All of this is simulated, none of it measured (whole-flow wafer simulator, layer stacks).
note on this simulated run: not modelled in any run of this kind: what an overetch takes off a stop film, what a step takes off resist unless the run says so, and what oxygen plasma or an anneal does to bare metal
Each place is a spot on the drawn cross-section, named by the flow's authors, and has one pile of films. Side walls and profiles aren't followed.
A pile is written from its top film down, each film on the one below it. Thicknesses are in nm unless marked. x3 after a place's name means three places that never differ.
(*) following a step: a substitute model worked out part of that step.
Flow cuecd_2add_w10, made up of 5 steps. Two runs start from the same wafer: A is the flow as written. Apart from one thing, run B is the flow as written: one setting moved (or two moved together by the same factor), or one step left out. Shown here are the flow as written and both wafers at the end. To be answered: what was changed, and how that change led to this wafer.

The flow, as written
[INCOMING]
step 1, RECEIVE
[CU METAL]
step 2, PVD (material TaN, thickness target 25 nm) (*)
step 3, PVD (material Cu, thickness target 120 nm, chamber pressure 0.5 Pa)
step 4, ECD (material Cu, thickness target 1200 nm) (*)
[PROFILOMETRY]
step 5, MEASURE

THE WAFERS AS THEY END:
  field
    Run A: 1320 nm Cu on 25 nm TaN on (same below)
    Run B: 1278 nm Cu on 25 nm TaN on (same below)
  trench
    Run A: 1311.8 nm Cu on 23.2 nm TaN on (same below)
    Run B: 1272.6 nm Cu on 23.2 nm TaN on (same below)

The reason: step 3, PVD: thickness target 78 nm was run, while the flow as written has thickness target 120 nm.

Step by step, how the change led to this:
  step 3, PVD (material Cu, thickness target 120 nm, chamber pressure 0.5 Pa)
      field: A +120 Cu (new film) | B +78 Cu (new film)
      trench: A +111.8 Cu (new film) | B +72.6 Cu (new film)
